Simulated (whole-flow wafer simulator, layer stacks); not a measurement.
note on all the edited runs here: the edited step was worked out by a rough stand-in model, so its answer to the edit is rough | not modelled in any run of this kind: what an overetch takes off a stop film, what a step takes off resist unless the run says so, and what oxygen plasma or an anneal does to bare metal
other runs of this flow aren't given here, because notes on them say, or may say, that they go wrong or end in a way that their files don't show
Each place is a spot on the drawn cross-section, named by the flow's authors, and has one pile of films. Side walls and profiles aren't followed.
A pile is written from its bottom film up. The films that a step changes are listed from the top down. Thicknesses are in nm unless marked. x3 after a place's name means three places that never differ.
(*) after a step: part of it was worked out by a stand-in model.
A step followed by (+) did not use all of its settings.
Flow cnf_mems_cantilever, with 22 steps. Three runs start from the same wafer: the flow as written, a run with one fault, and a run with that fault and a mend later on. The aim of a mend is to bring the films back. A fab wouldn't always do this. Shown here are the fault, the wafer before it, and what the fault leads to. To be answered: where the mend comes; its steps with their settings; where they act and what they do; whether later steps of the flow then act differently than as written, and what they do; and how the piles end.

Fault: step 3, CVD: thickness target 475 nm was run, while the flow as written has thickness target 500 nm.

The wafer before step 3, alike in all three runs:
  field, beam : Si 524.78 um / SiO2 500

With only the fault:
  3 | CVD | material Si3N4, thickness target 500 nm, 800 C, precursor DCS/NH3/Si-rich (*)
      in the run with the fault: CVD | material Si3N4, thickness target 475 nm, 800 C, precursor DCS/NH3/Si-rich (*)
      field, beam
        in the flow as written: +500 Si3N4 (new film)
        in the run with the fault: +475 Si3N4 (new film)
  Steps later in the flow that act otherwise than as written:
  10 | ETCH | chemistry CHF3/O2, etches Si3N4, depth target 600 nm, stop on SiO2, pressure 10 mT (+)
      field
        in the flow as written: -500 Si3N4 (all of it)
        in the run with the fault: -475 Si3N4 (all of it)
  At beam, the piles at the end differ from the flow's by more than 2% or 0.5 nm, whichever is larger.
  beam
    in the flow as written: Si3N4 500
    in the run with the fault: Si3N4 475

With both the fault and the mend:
  The mend stands after step 3.
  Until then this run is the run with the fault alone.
  3a | CVD | material Si3N4, thickness target 25 nm, 800 C, precursor DCS/NH3/Si-rich (*) (the flow's step 3 again, with other settings)
      field, beam
        +25 Si3N4
  Every later step of the flow that is run acts as written at every place that is followed.
  The piles end the same as the flow's at every place that both follow.
